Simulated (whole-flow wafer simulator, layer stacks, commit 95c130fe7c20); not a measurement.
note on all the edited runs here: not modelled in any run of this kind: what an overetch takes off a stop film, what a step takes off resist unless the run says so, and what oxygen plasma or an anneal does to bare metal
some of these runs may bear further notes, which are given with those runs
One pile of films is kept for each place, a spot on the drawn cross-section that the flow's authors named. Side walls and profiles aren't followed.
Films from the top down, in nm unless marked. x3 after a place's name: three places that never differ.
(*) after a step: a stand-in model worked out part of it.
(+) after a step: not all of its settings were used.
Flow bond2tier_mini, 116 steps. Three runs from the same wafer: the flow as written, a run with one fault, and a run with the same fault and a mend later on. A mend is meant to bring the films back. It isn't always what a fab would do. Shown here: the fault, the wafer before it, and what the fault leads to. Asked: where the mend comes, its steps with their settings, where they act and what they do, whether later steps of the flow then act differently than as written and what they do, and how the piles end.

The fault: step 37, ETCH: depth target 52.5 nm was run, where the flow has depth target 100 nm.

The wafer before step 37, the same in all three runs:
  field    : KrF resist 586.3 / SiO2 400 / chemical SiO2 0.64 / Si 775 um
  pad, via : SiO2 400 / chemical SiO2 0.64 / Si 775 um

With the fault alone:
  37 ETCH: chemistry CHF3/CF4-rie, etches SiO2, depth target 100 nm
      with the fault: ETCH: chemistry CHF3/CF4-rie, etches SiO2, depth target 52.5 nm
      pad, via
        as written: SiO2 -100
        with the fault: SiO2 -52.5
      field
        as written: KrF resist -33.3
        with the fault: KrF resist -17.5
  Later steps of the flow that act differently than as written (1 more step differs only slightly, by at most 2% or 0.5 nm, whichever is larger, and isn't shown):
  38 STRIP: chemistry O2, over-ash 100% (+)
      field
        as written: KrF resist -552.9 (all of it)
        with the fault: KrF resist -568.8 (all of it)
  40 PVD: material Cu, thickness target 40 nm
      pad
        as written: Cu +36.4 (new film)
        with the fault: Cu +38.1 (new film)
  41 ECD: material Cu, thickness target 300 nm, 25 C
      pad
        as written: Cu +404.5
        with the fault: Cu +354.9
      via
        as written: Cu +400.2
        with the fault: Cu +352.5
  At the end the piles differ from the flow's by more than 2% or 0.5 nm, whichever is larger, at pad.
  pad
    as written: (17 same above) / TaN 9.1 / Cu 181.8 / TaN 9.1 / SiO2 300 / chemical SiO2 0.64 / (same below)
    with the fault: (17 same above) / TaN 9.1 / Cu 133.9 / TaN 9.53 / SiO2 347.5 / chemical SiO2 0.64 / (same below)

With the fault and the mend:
  The mend comes after step 38.
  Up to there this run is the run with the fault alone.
  38a COAT: KrF resist, thickness 600 nm (*) (the flow's step 32 once more)
      field
        KrF resist +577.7 (new film)
      pad
        KrF resist +623.2 (new film)
      via
        KrF resist +620.4 (new film)
  38b SOFTBAKE: KrF resist (the flow's step 33 once more)
      changes no film at any place that is followed
  38c EXPOSE: photomask APAD, NA 0.6 (the flow's step 34 once more)
      changes no film at any place that is followed
  38d PEB: KrF resist (the flow's step 35 once more)
      changes no film at any place that is followed
  38e DEVELOP: developer TMAH-0.26N, 60 s (the flow's step 36 once more)
      field
        KrF resist -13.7
      pad
        KrF resist -623.2 (all of it)
      via
        KrF resist -620.4 (all of it)
  38f ETCH: chemistry CHF3/CF4-rie, etches SiO2, depth target 47.5 nm (the flow's step 37 once more, with other settings)
      pad, via
        SiO2 -47.5
      field
        KrF resist -15.8
  38g STRIP: chemistry O2, over-ash 100% (+) (the flow's step 38 once more)
      field
        KrF resist -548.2 (all of it)
  No later step of the flow acts differently than as written at any place that is followed.
  At the end the piles are the same as the flow's at every place that both follow.
